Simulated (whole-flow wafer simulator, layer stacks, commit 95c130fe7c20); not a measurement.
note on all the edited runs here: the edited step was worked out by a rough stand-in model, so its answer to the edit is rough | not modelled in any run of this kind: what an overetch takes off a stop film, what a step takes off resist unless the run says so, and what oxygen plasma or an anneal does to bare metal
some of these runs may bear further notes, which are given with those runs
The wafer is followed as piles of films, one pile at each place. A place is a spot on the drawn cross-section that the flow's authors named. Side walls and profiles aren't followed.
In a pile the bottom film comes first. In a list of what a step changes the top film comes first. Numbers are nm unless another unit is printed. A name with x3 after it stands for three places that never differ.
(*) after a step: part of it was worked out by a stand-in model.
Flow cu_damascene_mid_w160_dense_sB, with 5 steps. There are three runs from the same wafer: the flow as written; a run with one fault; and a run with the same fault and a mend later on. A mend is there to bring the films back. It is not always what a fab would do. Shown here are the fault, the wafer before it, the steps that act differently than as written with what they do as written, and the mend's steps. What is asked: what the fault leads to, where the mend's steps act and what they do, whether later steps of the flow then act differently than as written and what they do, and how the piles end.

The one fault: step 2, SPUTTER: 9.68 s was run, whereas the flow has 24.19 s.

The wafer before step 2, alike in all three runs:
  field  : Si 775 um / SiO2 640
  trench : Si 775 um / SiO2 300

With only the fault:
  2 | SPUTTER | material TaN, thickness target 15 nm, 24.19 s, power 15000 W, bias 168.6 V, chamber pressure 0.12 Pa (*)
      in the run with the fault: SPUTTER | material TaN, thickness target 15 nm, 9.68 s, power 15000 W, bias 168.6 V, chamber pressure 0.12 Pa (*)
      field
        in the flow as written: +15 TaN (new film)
        in the run with the fault: +6 TaN (new film)
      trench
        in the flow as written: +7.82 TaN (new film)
        in the run with the fault: +3.13 TaN (new film)
  Steps further on in the flow that do not act as written (not shown: 2 more steps that differ only slightly, by at most 2% or 0.5 nm, whichever is larger):
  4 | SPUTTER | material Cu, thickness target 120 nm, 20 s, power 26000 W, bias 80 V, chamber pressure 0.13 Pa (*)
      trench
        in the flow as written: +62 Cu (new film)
        in the run with the fault: +63.3 Cu (new film)
  The piles end different from the flow's at field, trench by more than 2% or 0.5 nm, whichever is larger.
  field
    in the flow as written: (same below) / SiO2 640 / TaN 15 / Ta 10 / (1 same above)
    in the run with the fault: (same below) / SiO2 640 / TaN 6 / Ta 10 / (1 same above)
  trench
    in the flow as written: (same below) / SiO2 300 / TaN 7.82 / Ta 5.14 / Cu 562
    in the run with the fault: (same below) / SiO2 300 / TaN 3.13 / Ta 5.25 / Cu 557.6

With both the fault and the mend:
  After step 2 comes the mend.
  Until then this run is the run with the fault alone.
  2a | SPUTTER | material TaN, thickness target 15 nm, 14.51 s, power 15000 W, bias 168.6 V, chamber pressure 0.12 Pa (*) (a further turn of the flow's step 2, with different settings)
      field
        +9 TaN
      trench
        +4.62 TaN
  None of the later steps of the flow differs from how it acts as written, at any place that is followed, by more than 2% or 0.5 nm, whichever is larger.
  The piles end only slightly different from the flow's at the places that both follow, by no more than 2% or 0.5 nm, whichever is larger.
